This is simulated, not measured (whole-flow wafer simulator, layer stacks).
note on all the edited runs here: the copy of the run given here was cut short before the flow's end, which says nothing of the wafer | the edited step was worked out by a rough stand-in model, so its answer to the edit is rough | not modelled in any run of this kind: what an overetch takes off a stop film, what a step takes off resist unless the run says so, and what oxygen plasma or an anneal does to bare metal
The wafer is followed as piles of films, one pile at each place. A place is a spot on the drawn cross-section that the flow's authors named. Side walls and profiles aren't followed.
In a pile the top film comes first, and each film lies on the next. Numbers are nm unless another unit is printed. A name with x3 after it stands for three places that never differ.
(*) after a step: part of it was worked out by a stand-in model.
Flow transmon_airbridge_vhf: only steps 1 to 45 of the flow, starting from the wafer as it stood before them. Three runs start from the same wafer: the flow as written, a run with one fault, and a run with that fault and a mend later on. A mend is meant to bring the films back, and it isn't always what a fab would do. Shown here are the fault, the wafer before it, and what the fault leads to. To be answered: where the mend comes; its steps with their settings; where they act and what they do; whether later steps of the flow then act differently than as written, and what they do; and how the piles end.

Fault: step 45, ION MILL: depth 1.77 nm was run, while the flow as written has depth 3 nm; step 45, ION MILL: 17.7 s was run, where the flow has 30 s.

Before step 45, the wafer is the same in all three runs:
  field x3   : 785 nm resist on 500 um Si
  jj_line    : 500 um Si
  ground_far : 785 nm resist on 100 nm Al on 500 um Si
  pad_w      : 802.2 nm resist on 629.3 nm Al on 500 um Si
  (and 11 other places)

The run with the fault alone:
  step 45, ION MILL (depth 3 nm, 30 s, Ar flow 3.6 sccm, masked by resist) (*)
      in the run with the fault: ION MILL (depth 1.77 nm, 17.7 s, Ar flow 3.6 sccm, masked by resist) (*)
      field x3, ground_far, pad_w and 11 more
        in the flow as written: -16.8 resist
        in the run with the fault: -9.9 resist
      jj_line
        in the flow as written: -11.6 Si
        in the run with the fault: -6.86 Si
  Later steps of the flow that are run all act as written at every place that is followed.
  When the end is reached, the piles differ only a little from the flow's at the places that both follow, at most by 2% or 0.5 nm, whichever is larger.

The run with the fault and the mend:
  The mend stands after step 45.
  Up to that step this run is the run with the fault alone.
  step 45a, ION MILL (depth 1.23 nm, 12.3 s, Ar flow 3.6 sccm, masked by resist) (*) (a further turn of the flow's step 45, with different settings)
      field x3, ground_far, pad_w and 11 more
        -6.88 resist
      jj_line
        -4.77 Si
  Later steps of the flow that are run all act as written at every place that is followed.
  By the end, the piles equal the flow's at every place that both follow.
